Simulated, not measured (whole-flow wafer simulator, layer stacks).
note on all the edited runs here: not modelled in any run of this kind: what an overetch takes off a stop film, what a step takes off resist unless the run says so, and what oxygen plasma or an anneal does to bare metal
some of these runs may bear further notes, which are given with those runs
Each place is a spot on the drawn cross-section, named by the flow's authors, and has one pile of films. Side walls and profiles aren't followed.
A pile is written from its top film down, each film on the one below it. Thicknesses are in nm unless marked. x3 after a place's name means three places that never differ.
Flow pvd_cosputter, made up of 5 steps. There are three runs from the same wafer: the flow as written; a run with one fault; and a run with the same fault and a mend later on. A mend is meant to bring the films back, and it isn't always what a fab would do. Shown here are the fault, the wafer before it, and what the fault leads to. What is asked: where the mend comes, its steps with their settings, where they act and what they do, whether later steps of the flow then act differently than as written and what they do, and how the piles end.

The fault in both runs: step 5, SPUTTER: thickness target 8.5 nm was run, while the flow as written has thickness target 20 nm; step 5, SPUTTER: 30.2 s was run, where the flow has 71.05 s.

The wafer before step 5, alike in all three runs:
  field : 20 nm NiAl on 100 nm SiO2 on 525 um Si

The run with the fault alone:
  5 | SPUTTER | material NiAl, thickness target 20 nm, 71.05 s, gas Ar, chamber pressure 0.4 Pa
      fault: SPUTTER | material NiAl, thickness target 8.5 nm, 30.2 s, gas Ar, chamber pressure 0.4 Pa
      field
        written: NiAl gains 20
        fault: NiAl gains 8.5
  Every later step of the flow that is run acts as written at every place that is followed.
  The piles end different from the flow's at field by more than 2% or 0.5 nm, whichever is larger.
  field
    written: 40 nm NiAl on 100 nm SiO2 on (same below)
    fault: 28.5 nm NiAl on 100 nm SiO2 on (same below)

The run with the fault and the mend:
  After step 5 comes the mend.
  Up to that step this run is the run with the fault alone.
  5a | SPUTTER | material NiAl, thickness target 11.5 nm, 40.85 s, gas Ar, chamber pressure 0.4 Pa (a further turn of the flow's step 5, with different settings)
      field
        NiAl gains 11.5
  Every later step of the flow that is run acts as written at every place that is followed.
  The piles end the same as the flow's at every place that both follow.
